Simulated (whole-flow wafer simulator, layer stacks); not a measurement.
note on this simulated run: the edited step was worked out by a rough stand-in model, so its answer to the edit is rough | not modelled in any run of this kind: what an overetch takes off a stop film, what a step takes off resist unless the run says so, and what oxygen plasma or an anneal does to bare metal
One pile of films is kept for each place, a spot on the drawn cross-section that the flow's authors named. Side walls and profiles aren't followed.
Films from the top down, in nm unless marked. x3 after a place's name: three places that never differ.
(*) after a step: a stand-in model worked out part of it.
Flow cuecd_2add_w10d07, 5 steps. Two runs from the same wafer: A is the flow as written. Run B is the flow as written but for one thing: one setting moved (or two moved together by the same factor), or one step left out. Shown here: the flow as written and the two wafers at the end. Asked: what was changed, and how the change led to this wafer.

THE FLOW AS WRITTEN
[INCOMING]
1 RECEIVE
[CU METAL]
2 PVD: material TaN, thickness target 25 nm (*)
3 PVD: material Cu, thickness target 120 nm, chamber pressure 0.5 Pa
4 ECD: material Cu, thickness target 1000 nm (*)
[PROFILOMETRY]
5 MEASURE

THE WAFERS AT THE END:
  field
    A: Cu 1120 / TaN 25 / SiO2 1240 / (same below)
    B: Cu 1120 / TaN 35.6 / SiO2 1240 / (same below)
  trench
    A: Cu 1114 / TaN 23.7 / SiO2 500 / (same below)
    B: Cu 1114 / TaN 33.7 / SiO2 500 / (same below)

The cause: step 2, PVD: thickness target 35.6 nm was run, where the flow has thickness target 25 nm.
It can be read off the wafer: field has TaN 35.6, and step 2 as written asks for 25 nm.

How the change led to this, step by step:
  2 PVD: material TaN, thickness target 25 nm (*)
      field: A TaN +25 (new film) | B TaN +35.6 (new film)
      trench: A TaN +23.7 (new film) | B TaN +33.7 (new film)
